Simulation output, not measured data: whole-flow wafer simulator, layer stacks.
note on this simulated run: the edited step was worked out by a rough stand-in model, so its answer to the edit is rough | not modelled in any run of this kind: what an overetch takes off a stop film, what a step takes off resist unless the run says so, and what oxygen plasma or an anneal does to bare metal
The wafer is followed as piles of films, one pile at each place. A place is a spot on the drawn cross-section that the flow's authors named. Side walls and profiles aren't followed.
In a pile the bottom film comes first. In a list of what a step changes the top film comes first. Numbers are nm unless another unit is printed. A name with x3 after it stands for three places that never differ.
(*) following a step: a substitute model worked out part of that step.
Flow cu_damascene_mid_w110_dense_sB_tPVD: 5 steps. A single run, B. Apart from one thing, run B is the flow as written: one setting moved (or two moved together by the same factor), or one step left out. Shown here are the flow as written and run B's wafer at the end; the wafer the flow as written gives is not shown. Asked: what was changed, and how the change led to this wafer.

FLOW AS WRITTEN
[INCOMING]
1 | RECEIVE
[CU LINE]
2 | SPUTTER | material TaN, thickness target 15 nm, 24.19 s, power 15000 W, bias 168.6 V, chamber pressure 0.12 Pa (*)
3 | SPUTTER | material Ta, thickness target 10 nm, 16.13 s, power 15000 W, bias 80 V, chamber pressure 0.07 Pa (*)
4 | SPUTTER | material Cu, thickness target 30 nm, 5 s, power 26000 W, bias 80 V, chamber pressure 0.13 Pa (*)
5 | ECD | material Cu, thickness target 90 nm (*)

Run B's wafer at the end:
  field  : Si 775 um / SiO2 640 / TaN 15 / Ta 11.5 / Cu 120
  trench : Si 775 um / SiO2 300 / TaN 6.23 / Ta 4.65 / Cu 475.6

The reason: step 3, SPUTTER: thickness target 11.5 nm was run, while the flow as written has thickness target 10 nm.
The wafer itself shows it: field has Ta 11.5, and step 3 as written asks for 10 nm.

Step by step, how the change led to this:
  3 | SPUTTER | material Ta, thickness target 10 nm, 16.13 s, power 15000 W, bias 80 V, chamber pressure 0.07 Pa (*)
      field: +11.5 Ta (new film) (as written it would have been: +10 Ta (new film))
      trench: +4.65 Ta (new film) (as written it would have been: +4.05 Ta (new film))
